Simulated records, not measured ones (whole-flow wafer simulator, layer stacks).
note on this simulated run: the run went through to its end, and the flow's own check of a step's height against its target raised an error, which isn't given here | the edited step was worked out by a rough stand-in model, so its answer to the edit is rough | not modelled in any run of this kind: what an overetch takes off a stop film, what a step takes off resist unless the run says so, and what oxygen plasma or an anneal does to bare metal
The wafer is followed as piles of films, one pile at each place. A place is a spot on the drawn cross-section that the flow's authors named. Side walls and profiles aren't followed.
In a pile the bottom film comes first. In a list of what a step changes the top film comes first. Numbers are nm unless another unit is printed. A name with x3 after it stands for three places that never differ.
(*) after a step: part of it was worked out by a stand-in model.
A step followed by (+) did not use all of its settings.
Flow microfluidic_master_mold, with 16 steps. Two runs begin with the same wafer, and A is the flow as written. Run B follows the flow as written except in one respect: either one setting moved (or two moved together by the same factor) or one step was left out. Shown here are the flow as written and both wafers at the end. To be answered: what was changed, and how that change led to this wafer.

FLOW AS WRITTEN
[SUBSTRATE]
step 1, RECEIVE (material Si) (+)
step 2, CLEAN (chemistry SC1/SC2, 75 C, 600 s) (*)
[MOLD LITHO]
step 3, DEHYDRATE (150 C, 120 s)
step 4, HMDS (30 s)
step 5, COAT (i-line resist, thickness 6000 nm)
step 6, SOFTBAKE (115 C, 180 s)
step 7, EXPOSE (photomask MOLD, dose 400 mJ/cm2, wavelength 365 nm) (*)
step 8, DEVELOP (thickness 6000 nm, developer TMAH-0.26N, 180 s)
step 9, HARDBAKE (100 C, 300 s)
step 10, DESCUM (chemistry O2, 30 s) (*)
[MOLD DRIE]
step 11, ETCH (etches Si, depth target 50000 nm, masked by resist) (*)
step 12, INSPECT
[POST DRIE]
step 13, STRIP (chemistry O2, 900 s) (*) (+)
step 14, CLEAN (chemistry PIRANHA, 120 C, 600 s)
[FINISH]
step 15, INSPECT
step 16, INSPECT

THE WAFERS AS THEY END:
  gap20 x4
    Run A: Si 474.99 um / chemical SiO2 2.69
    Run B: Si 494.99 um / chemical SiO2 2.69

What caused this: step 11, ETCH: depth target 30000 nm was run, while the flow as written has depth target 50000 nm.

The path from the change to this, step by step:
  step 11, ETCH (etches Si, depth target 50000 nm, masked by resist) (*)
      gap20 x4: A chemical SiO2 loses 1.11 (all of it), Si loses 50 um | B chemical SiO2 loses 1.11 (all of it), Si loses 30 um
      ridge: A i-line resist loses 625 | B i-line resist loses 375
  step 13, STRIP (chemistry O2, 900 s) (*) (+)
      ridge: A i-line resist loses 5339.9 (all of it), chemical SiO2 gains 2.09, Si loses 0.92 | B i-line resist loses 5589.9 (all of it), chemical SiO2 gains 2.09, Si loses 0.92
